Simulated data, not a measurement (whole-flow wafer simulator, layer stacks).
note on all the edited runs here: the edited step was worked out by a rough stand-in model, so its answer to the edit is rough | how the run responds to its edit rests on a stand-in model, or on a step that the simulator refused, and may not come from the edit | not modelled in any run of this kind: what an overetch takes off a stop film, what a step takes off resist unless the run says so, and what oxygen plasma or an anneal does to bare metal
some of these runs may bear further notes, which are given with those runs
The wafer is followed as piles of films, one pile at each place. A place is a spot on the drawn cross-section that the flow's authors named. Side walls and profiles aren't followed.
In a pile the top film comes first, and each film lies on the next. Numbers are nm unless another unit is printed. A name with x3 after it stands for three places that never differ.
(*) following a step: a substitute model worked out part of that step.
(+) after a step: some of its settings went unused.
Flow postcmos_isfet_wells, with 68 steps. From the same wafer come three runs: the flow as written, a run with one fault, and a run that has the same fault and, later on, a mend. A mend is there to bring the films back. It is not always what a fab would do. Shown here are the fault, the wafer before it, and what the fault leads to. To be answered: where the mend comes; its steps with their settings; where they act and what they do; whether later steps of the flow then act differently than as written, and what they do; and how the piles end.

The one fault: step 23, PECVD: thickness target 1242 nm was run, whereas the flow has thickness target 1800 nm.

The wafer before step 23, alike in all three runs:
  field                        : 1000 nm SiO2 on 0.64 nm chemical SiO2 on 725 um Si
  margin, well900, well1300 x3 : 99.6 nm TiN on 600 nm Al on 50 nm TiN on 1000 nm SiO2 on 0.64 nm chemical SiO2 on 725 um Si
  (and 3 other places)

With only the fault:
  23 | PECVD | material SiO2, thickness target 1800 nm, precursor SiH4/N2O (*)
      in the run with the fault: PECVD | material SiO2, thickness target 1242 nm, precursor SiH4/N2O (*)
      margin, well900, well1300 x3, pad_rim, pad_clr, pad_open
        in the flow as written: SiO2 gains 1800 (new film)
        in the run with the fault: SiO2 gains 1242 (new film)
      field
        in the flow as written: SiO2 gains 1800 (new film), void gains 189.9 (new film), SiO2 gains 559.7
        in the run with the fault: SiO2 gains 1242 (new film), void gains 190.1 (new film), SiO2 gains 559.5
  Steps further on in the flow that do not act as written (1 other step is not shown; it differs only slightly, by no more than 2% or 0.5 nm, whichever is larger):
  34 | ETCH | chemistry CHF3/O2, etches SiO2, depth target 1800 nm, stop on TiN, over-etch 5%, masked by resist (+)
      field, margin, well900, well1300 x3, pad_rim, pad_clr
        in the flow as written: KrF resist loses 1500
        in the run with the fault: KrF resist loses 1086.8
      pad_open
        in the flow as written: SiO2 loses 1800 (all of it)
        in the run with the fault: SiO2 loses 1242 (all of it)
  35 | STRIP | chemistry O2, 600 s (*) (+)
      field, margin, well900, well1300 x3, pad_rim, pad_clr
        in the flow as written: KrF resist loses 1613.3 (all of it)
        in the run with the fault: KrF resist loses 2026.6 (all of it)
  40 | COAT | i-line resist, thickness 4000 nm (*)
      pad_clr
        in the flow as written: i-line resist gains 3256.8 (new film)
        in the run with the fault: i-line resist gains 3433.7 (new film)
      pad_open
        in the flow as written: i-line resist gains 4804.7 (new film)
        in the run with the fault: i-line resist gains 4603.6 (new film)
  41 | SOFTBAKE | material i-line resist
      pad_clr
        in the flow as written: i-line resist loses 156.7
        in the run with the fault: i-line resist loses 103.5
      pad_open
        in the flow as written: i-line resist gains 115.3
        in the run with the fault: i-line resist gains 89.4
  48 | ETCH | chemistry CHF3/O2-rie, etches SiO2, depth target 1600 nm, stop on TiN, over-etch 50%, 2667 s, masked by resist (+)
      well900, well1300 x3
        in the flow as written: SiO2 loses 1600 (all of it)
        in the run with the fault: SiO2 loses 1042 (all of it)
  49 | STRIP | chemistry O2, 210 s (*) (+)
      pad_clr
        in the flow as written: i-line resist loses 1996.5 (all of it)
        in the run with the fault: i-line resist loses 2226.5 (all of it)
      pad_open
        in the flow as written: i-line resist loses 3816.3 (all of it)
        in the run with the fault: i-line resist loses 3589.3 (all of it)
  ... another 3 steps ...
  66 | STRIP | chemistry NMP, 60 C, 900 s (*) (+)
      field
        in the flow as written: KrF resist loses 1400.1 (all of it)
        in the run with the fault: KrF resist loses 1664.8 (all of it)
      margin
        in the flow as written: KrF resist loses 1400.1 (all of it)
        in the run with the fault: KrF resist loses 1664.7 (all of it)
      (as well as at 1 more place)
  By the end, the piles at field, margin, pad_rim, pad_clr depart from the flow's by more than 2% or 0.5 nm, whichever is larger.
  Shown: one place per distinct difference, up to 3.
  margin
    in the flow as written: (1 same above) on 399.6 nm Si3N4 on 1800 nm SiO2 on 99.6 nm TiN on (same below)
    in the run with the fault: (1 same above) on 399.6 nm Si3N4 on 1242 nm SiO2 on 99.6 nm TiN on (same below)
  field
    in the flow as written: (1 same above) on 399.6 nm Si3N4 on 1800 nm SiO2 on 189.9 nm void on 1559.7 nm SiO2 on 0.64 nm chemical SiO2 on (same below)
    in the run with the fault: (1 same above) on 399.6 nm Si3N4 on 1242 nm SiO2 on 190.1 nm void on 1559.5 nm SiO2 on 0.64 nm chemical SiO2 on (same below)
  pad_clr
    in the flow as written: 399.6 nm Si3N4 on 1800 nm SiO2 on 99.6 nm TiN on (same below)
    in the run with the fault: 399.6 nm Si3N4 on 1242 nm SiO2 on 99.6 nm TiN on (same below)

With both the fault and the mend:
  After step 23 comes the mend.
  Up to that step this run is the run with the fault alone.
  23a | PECVD | material SiO2, thickness target 558 nm, precursor SiH4/N2O (*) (the flow's step 23, run once more with other settings)
      field, margin, well900, well1300 x3, pad_rim, pad_clr, pad_open
        SiO2 gains 558
  Every later step of the flow that is run acts as written at every place that is followed.
  At the end the piles are close to the flow's at the places that both follow, differing by at most 2% or 0.5 nm, whichever is larger.
